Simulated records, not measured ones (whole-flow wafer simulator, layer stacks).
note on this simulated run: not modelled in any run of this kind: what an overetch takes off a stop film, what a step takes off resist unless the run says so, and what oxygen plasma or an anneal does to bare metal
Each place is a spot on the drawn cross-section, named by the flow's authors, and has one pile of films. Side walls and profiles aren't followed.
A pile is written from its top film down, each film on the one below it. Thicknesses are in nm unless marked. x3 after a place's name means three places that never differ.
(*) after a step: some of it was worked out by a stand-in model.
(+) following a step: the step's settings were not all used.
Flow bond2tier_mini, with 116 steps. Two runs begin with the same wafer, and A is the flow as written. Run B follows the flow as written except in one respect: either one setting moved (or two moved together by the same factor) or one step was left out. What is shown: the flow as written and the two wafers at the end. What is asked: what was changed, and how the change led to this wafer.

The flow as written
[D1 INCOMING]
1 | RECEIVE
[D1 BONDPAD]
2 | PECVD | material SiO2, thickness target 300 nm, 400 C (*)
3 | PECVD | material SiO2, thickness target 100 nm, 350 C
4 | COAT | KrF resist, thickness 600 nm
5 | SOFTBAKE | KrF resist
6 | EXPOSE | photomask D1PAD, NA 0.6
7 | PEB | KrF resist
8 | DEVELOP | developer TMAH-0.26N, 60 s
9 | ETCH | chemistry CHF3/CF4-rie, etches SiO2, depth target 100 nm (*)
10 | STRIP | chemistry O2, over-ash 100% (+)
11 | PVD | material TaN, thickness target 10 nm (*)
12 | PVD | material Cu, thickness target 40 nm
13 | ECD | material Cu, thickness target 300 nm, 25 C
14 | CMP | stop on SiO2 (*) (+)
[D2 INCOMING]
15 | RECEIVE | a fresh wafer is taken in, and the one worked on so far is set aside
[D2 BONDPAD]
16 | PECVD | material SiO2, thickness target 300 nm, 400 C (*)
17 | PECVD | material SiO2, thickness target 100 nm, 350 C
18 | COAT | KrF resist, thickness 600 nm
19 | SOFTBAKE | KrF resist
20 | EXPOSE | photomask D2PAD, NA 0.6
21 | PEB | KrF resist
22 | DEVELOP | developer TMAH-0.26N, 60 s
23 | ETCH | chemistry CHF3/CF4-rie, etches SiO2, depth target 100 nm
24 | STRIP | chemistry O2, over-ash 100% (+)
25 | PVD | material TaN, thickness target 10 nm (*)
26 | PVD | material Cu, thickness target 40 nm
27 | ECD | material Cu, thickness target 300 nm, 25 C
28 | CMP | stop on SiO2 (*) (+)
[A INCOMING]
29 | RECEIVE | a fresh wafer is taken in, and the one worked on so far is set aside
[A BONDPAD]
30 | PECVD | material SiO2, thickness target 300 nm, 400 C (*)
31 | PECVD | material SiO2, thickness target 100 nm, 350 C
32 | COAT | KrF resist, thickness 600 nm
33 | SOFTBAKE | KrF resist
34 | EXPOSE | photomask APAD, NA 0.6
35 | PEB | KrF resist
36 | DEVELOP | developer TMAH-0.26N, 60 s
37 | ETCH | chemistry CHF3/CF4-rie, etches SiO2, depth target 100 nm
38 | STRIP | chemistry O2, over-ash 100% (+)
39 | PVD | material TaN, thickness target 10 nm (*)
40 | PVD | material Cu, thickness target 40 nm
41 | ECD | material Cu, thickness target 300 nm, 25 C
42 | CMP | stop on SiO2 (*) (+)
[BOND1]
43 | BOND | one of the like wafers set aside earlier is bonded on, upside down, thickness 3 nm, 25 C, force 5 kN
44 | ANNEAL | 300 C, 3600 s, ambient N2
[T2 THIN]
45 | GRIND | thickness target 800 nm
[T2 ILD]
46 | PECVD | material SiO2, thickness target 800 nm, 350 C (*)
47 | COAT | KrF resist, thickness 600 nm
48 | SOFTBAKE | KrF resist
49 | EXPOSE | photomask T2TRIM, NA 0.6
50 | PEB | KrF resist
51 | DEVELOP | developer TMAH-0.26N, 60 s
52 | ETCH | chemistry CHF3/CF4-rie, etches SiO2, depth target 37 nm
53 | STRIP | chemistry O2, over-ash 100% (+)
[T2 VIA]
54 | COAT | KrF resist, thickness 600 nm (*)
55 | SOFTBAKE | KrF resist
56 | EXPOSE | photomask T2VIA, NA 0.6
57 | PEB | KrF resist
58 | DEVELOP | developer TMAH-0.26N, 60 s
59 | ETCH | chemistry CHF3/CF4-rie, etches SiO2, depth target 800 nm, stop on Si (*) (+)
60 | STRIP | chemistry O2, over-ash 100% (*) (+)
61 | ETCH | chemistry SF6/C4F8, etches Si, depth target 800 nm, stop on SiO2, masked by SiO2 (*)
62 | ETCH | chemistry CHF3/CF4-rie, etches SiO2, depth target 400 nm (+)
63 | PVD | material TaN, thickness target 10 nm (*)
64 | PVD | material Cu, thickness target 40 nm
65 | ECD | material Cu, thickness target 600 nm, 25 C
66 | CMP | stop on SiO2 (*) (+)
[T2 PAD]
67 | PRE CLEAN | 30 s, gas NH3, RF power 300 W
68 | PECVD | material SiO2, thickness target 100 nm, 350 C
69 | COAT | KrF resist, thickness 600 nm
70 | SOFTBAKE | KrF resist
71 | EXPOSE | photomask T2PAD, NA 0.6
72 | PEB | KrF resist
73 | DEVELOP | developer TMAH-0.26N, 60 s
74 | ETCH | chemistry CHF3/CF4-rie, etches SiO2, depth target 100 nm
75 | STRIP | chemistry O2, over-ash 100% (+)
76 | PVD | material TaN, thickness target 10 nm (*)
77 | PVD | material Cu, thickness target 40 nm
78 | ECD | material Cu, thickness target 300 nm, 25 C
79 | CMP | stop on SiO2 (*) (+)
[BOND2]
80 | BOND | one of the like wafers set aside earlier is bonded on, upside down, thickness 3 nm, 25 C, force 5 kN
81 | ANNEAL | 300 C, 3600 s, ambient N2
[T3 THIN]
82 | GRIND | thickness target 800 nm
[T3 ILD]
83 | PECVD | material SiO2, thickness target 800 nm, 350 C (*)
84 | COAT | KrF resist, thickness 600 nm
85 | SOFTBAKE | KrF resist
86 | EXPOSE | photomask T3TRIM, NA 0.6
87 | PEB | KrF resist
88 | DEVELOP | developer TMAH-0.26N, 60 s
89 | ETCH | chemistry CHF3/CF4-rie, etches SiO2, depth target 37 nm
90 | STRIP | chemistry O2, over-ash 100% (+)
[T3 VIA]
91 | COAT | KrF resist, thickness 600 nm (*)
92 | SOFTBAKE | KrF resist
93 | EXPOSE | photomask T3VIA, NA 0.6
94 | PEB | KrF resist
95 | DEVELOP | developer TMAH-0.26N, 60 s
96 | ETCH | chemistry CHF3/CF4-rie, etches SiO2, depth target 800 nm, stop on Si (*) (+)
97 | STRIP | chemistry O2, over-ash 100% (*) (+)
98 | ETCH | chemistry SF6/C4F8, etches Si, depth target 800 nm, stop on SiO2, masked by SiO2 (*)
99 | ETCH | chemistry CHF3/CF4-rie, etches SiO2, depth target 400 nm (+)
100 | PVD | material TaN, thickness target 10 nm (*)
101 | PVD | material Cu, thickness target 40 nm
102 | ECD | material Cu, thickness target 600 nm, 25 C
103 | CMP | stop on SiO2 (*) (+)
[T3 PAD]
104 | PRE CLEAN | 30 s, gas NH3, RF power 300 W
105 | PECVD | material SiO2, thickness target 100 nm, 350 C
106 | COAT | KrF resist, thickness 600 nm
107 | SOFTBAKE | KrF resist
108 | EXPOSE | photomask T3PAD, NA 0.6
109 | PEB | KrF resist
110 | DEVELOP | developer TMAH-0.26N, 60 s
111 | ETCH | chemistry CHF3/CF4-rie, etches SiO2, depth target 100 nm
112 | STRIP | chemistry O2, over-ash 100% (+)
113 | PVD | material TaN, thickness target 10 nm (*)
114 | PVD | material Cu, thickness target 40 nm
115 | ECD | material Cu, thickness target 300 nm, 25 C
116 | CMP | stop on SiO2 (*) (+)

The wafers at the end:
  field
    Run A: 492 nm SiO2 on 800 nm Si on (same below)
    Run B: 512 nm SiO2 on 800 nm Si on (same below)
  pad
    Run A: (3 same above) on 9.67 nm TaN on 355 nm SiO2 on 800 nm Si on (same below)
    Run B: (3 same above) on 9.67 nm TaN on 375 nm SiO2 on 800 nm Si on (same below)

The reason: step 99, ETCH: depth target 380 nm was run, whereas the flow has depth target 400 nm.

The path from the change to this, step by step:
  99 | ETCH | chemistry CHF3/CF4-rie, etches SiO2, depth target 400 nm (+)
      field, pad: A -400 SiO2 | B -380 SiO2
